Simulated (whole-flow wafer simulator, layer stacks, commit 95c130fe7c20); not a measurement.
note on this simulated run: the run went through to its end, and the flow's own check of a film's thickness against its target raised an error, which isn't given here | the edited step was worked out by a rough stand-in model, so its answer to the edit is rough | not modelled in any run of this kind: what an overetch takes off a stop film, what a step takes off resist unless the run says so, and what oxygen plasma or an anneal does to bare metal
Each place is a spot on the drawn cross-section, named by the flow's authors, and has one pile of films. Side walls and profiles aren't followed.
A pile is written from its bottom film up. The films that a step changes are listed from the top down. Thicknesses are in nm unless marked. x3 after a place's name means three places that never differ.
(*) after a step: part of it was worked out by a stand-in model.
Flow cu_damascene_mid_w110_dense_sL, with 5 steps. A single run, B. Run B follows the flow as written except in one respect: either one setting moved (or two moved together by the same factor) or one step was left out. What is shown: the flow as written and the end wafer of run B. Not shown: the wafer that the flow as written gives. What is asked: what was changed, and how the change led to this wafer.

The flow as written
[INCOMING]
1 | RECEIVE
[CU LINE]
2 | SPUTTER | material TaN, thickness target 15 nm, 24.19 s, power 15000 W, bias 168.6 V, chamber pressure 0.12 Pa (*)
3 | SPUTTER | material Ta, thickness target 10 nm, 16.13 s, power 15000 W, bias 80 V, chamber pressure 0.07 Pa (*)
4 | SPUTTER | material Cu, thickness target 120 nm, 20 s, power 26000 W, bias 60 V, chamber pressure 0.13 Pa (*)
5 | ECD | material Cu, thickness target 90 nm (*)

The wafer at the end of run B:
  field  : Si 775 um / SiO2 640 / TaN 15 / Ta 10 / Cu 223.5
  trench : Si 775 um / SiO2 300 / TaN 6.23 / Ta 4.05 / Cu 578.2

The reason: step 5, ECD: thickness target 103.5 nm was run, while the flow as written has thickness target 90 nm.

How this came from the change, step by step:
  5 | ECD | material Cu, thickness target 90 nm (*)
      field: +103.5 Cu (it would be, as written: +90 Cu)
      trench: +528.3 Cu (it would be, as written: +514.8 Cu)
